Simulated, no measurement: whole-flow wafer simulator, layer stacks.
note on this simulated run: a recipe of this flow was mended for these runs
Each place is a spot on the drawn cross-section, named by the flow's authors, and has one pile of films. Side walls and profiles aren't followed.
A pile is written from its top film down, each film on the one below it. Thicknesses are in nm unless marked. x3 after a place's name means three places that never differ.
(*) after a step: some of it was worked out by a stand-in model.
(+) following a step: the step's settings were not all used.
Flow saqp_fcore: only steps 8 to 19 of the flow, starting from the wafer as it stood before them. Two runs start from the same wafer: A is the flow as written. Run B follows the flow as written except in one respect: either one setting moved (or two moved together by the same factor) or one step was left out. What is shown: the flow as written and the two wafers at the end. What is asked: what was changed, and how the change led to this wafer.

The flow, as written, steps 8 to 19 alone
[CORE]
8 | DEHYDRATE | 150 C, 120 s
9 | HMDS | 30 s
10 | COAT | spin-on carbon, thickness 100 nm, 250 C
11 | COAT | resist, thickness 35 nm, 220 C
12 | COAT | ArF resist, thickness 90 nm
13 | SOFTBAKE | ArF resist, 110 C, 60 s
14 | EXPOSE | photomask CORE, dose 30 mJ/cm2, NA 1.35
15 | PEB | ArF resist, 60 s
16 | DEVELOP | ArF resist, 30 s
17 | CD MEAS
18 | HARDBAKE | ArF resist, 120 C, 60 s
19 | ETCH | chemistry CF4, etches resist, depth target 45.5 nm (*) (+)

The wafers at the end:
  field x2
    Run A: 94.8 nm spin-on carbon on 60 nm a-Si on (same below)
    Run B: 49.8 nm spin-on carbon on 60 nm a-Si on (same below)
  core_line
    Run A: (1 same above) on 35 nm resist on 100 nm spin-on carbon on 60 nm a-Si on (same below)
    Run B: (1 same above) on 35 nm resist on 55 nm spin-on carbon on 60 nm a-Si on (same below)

What caused this: step 10, COAT: thickness 55 nm was run, while the flow as written has thickness 100 nm.
The wafer itself shows it: core_line has spin-on carbon 55, and step 10 as written asks for 100 nm.

Step by step, how the change led to this:
  10 | COAT | spin-on carbon, thickness 100 nm, 250 C
      field x2, core_line: A +100 spin-on carbon (new film) | B +55 spin-on carbon (new film)
